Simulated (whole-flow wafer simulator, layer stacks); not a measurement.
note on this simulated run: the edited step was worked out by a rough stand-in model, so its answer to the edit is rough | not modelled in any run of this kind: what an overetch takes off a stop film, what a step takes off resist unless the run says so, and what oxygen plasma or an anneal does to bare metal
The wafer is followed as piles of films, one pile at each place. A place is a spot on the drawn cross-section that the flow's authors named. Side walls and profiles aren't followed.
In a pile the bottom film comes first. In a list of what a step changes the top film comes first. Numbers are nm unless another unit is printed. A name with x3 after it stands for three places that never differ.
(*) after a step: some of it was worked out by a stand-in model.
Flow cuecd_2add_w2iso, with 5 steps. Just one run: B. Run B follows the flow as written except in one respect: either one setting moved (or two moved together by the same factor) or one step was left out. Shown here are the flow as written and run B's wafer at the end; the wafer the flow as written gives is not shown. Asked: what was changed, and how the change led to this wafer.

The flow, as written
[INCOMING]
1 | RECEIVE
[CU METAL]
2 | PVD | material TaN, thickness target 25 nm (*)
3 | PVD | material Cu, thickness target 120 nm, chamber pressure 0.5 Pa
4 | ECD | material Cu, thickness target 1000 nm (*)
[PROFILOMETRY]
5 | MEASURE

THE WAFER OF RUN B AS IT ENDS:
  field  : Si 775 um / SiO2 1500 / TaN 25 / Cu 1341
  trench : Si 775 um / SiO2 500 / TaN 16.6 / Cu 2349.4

Cause: step 4, ECD: thickness target 1221 nm was run, while the flow as written has thickness target 1000 nm.

Step by step, how the change led to this:
  4 | ECD | material Cu, thickness target 1000 nm (*)
      field: +1221 Cu (in the flow as written it would be: +1000 Cu)
      trench: +2268.6 Cu (in the flow as written it would be: +2047.6 Cu)
